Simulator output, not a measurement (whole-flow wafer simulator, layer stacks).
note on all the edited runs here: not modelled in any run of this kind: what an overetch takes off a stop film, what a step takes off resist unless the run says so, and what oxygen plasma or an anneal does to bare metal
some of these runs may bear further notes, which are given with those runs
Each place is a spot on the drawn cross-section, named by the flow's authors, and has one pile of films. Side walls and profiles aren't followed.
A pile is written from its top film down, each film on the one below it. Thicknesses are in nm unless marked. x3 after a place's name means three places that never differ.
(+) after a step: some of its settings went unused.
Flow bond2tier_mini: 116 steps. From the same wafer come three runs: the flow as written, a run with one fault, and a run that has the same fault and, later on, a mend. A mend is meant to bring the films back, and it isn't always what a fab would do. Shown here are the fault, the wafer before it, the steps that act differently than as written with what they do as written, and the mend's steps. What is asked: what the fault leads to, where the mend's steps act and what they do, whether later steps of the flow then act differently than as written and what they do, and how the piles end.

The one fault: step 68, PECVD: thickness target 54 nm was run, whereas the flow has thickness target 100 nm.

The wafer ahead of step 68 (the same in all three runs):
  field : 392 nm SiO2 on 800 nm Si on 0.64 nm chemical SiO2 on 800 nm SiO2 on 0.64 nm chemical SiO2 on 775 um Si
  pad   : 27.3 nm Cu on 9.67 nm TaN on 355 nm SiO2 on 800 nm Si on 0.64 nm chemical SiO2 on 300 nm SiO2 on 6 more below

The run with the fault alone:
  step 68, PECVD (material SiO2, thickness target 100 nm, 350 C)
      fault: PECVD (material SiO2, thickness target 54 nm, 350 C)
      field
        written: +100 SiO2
        fault: +54 SiO2
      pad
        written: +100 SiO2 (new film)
        fault: +54 SiO2 (new film)
  Steps further on in the flow that do not act as written (2 more steps, not shown, differ only slightly: by at most 2% or 0.5 nm, whichever is larger):
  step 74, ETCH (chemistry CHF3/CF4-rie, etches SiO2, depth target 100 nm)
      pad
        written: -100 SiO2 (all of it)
        fault: -54 SiO2 (all of it), -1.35 Cu
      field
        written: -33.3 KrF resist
        fault: -27 KrF resist
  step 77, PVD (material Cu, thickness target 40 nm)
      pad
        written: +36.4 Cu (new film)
        fault: +38 Cu (new film)
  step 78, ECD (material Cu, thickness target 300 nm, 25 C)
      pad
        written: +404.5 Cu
        fault: +357.8 Cu
  At field, pad, the piles at the end differ from the flow's by more than 2% or 0.5 nm, whichever is larger.
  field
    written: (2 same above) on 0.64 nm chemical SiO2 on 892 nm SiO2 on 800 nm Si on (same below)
    fault: (2 same above) on 0.64 nm chemical SiO2 on 846 nm SiO2 on 800 nm Si on (same below)
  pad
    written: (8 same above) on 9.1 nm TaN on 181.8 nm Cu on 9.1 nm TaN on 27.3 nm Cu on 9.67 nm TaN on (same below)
    fault: (8 same above) on 9.1 nm TaN on 136.7 nm Cu on 9.54 nm TaN on 26 nm Cu on 9.67 nm TaN on (same below)

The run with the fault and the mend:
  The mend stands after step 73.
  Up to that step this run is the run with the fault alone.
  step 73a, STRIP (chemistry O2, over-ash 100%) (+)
      field
        -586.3 KrF resist (all of it)
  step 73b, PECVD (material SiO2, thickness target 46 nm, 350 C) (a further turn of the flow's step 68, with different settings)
      field, pad
        +46 SiO2
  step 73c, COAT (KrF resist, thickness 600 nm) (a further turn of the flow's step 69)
      field, pad
        +600 KrF resist (new film)
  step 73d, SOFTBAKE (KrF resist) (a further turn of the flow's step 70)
      leaves every film unchanged at each place that is followed
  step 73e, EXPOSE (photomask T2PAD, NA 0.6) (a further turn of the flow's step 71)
      leaves every film unchanged at each place that is followed
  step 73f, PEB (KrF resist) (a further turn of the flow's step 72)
      leaves every film unchanged at each place that is followed
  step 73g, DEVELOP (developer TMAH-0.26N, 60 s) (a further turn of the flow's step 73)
      field
        -13.7 KrF resist
      pad
        -600 KrF resist (all of it)
  Every later step of the flow that is run acts as written at every place that is followed.
  The piles end the same as the flow's at every place that both follow.
